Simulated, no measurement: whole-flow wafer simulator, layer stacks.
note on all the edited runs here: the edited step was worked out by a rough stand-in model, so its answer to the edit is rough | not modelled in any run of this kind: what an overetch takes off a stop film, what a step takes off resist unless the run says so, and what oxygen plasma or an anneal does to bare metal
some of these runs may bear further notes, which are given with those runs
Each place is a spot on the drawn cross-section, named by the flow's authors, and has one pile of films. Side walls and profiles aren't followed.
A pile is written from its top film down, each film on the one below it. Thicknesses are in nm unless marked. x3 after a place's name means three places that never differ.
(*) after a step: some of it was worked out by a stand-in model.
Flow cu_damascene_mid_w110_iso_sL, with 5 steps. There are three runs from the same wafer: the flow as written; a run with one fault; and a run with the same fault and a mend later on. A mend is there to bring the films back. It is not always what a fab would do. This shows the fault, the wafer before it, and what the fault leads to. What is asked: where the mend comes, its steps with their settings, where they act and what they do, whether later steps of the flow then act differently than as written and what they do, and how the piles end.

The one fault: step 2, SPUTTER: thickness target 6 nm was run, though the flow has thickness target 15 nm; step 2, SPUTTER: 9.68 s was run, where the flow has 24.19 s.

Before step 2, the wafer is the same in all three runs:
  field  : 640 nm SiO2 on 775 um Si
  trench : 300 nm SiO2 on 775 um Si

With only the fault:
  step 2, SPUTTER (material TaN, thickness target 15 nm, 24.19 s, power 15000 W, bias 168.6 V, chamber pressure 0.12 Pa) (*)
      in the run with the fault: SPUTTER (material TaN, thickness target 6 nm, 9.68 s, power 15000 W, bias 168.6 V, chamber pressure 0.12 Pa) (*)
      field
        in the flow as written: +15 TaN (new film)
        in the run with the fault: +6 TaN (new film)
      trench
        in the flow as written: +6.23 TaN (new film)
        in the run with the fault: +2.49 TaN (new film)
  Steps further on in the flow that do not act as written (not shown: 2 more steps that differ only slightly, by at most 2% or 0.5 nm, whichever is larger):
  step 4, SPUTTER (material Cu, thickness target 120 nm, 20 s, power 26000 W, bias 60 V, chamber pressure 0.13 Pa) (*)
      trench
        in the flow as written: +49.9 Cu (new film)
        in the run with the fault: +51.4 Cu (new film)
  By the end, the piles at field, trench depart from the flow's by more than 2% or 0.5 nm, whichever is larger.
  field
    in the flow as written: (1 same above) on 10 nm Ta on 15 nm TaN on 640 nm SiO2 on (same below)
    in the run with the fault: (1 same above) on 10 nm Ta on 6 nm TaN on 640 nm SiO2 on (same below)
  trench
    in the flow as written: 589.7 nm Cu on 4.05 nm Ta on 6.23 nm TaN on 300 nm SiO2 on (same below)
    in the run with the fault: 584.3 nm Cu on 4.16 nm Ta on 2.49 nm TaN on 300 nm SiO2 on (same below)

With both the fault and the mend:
  After step 2 comes the mend.
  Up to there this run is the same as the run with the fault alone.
  step 2a, SPUTTER (material TaN, thickness target 9 nm, 14.51 s, power 15000 W, bias 168.6 V, chamber pressure 0.12 Pa) (*) (the flow's step 2 again, with other settings)
      field
        +9 TaN
      trench
        +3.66 TaN
  None of the later steps of the flow differs from how it acts as written, at any place that is followed, by more than 2% or 0.5 nm, whichever is larger.
  The piles end only slightly different from the flow's at the places that both follow, by no more than 2% or 0.5 nm, whichever is larger.
